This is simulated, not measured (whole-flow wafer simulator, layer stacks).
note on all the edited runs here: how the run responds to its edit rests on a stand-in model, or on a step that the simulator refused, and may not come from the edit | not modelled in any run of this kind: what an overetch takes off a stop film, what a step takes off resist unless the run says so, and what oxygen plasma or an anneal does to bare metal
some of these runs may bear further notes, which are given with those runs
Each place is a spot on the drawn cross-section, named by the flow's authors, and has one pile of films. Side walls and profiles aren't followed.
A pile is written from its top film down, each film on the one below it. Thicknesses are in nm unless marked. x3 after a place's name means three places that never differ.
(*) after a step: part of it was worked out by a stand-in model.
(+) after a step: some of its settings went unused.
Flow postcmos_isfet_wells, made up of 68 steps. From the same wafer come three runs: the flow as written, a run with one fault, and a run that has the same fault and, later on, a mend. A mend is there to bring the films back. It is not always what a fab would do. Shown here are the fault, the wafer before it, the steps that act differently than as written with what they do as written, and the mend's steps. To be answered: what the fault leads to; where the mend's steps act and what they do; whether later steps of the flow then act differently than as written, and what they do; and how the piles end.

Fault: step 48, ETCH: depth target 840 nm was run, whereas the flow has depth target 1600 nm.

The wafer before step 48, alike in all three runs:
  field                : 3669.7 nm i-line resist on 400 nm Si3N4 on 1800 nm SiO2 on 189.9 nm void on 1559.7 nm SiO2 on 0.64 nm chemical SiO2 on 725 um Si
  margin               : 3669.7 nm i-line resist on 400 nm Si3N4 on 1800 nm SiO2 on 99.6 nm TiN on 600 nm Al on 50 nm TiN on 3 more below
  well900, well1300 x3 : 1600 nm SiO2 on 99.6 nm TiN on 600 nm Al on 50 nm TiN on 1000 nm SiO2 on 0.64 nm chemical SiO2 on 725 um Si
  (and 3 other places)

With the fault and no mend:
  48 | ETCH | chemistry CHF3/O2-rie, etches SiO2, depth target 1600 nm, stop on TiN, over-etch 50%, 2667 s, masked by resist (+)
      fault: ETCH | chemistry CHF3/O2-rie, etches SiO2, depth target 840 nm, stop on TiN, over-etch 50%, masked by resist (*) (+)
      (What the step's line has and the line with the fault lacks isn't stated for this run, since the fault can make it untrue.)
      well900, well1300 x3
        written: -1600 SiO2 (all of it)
        fault: -1260 SiO2
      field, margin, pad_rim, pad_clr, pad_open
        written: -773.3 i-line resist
        fault: -406 i-line resist
  Steps further on in the flow that do not act as written (1 other step is not shown; it differs only slightly, by no more than 2% or 0.5 nm, whichever is larger):
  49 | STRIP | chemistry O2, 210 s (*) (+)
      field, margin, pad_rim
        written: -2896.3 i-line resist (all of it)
        fault: -3263.7 i-line resist (all of it)
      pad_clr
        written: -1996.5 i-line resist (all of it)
        fault: -2363.8 i-line resist (all of it)
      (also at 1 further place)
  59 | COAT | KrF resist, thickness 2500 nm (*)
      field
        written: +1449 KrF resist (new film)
        fault: +1611.6 KrF resist (new film)
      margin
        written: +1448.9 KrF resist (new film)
        fault: +1611.5 KrF resist (new film)
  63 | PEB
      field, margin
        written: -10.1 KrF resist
        fault: -11.3 KrF resist
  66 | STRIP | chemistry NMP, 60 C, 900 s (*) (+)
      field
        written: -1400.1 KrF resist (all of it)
        fault: -1561.6 KrF resist (all of it)
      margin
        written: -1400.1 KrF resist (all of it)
        fault: -1561.5 KrF resist (all of it)
  The piles end different from the flow's at well900, well1300 x3 by more than 2% or 0.5 nm, whichever is larger.
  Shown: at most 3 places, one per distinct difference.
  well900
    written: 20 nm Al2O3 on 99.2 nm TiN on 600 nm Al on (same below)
    fault: 20 nm Al2O3 on 340 nm SiO2 on 99.6 nm TiN on 600 nm Al on (same below)

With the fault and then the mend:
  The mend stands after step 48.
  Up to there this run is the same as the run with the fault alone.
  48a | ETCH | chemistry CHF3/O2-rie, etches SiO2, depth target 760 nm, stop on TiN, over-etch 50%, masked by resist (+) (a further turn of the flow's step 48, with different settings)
      field, margin, pad_rim, pad_clr, pad_open
        -367.3 i-line resist
      well900, well1300 x3
        -340 SiO2 (all of it)
  None of the later steps of the flow acts differently than as written at any place that is followed.
  By the end, the piles equal the flow's at every place that both follow.
